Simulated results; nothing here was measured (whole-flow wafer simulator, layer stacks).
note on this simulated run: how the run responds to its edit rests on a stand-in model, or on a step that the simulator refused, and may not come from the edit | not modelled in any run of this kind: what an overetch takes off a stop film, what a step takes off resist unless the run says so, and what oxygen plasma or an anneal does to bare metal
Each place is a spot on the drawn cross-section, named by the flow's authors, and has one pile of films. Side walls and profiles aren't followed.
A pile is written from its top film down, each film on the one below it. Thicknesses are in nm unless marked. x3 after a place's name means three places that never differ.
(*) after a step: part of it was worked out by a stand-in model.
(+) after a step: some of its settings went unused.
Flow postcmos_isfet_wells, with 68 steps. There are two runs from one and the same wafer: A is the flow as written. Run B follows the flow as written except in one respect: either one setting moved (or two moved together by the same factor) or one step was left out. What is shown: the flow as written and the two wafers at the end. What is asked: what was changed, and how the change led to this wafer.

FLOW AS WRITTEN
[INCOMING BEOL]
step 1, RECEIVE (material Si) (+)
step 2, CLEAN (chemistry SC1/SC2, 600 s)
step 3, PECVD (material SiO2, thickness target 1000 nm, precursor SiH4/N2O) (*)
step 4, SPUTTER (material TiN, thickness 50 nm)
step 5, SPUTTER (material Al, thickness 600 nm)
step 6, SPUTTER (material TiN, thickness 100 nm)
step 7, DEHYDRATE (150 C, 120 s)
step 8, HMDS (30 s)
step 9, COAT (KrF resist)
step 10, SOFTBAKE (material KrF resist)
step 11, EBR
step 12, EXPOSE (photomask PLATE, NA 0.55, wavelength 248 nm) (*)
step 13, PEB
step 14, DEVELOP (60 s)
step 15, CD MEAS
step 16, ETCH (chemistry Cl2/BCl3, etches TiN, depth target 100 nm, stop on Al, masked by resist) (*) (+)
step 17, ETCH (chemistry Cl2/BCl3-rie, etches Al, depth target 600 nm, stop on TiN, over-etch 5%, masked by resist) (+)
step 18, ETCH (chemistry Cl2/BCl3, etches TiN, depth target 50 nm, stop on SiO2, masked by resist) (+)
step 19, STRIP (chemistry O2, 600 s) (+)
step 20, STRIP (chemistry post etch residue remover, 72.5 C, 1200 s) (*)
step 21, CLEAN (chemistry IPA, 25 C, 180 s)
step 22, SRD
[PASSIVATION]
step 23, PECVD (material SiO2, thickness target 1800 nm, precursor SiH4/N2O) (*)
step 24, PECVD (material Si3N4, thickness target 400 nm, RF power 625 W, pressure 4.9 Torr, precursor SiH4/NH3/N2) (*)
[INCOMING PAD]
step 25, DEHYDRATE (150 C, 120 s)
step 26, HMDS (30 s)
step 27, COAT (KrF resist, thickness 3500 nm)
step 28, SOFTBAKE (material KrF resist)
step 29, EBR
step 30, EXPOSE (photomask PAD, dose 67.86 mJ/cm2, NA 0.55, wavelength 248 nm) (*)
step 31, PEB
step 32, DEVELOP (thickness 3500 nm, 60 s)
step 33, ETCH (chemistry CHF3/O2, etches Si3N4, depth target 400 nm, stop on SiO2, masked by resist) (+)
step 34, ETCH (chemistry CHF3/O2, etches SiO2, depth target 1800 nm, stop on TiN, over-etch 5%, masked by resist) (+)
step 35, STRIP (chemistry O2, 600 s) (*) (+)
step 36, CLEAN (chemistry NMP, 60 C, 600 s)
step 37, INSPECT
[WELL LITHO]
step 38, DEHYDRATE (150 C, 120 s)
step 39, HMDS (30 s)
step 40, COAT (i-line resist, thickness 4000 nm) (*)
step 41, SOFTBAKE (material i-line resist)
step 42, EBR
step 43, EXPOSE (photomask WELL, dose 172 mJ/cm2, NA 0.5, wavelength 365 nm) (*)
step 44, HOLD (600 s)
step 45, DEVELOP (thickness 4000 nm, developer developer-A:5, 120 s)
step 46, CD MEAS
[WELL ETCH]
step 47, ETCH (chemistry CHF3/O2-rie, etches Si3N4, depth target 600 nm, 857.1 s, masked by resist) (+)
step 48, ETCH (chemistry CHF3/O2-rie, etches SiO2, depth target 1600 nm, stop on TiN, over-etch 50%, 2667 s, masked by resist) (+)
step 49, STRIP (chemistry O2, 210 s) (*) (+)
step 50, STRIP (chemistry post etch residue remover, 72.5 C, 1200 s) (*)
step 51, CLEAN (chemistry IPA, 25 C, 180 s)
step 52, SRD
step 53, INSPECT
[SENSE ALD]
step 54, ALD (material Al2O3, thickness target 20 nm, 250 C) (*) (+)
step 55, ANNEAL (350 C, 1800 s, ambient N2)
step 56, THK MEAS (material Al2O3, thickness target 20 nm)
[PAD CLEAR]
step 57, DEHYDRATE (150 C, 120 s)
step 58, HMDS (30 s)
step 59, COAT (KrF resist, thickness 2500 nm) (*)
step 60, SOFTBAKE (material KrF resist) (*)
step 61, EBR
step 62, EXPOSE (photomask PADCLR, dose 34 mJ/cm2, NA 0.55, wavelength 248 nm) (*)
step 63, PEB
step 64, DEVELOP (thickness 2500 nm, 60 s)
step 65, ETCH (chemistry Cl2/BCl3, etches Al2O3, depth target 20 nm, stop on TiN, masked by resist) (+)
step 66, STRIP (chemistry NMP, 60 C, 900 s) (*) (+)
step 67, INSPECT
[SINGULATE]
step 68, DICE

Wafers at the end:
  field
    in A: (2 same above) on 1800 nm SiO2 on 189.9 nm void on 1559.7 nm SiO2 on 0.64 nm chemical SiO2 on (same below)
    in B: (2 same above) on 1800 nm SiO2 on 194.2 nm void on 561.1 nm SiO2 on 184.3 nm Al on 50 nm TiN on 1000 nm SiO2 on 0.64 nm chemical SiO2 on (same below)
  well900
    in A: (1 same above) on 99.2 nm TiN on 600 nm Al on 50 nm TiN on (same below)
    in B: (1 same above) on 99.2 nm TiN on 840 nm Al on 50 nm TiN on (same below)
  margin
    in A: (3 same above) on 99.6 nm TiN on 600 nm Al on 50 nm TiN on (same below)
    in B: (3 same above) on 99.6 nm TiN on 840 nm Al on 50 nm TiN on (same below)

What caused this: step 5, SPUTTER: thickness 840 nm was run, though the flow has thickness 600 nm.
One can read it off the wafer: well900 has Al 840, and step 5 as written asks for 600 nm.

How this came from the change, step by step:
  step 5, SPUTTER (material Al, thickness 600 nm)
      field, margin, well900 and 6 more: A +600 Al (new film) | B +840 Al (new film)
  step 17, ETCH (chemistry Cl2/BCl3-rie, etches Al, depth target 600 nm, stop on TiN, over-etch 5%, masked by resist) (+)
      field: A -600 Al (all of it) | B -600 Al
  step 18, ETCH (chemistry Cl2/BCl3, etches TiN, depth target 50 nm, stop on SiO2, masked by resist) (+)
      field: A -50 TiN (all of it) | B -50 Al
  step 20, STRIP (chemistry post etch residue remover, 72.5 C, 1200 s) (*)
      field: A nothing | B -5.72 Al
  step 23, PECVD (material SiO2, thickness target 1800 nm, precursor SiH4/N2O) (*)
      field: A +1800 SiO2 (new film), +189.9 void (new film), +559.7 SiO2 | B +1800 SiO2 (new film), +194.2 void (new film), +561.1 SiO2 (new film)
If metal films that touch count as one body, field has 1 body; the flow as written gives 0 bodies.
